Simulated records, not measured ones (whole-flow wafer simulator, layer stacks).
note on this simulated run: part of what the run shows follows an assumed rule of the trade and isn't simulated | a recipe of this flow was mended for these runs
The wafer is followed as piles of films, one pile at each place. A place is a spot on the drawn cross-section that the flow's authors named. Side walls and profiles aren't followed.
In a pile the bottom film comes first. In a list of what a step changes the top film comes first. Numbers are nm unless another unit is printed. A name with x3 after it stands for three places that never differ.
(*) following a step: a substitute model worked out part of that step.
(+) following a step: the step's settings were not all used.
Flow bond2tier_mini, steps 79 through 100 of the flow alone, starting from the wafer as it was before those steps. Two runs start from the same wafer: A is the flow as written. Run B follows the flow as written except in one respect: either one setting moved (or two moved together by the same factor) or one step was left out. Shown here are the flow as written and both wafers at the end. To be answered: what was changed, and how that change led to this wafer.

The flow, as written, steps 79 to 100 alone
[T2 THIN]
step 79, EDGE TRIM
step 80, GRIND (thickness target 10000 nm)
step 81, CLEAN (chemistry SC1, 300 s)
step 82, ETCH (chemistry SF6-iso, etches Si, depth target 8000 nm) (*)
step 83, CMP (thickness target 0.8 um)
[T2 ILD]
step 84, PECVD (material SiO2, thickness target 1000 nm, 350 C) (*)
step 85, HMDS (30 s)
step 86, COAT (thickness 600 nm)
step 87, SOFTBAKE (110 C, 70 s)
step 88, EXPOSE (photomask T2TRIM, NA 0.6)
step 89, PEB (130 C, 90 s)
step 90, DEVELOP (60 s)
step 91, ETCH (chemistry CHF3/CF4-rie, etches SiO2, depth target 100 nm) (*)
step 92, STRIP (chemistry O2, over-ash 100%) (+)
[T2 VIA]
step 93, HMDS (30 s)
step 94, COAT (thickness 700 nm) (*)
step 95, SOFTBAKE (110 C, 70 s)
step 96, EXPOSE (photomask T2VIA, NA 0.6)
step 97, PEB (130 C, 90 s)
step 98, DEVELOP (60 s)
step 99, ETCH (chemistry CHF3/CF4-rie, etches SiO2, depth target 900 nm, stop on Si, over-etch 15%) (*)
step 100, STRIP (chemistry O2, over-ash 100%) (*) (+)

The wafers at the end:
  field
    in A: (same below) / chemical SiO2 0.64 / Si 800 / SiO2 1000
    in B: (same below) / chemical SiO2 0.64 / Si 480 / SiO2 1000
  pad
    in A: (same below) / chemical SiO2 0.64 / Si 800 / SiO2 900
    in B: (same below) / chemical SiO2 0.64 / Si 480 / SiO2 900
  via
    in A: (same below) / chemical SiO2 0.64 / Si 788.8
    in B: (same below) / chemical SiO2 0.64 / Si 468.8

What caused this: step 83, CMP: thickness target 0.48 um was run, though the flow has thickness target 0.8 um.

The path from the change to this, step by step:
  step 83, CMP (thickness target 0.8 um)
      field, pad, via: A Si loses 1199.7 | B Si loses 1519.7
